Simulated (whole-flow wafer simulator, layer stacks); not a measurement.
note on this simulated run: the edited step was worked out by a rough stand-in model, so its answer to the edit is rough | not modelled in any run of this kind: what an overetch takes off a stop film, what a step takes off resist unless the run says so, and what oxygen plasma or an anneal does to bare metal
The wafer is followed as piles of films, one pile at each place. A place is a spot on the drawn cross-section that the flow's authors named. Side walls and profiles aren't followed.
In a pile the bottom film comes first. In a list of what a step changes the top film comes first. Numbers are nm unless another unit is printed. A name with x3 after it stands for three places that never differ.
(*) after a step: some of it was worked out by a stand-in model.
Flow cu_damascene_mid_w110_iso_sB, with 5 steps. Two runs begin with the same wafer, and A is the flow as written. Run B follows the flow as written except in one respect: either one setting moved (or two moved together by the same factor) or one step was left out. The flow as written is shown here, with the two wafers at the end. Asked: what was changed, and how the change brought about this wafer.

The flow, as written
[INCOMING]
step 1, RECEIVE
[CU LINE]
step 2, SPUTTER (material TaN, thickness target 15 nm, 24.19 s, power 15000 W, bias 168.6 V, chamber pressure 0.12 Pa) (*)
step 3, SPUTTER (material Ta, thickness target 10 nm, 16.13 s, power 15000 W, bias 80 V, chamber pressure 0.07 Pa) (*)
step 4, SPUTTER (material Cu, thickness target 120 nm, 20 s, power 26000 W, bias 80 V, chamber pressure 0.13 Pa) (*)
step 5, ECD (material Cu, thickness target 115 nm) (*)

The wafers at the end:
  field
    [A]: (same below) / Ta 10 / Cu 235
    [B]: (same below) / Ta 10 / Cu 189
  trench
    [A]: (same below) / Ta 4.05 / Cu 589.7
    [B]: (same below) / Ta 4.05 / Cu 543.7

The reason: step 5, ECD: thickness target 69 nm was run, whereas the flow has thickness target 115 nm.

Step by step, how the change led to this:
  step 5, ECD (material Cu, thickness target 115 nm) (*)
      field: A Cu gains 115 | B Cu gains 69
      trench: A Cu gains 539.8 | B Cu gains 493.8
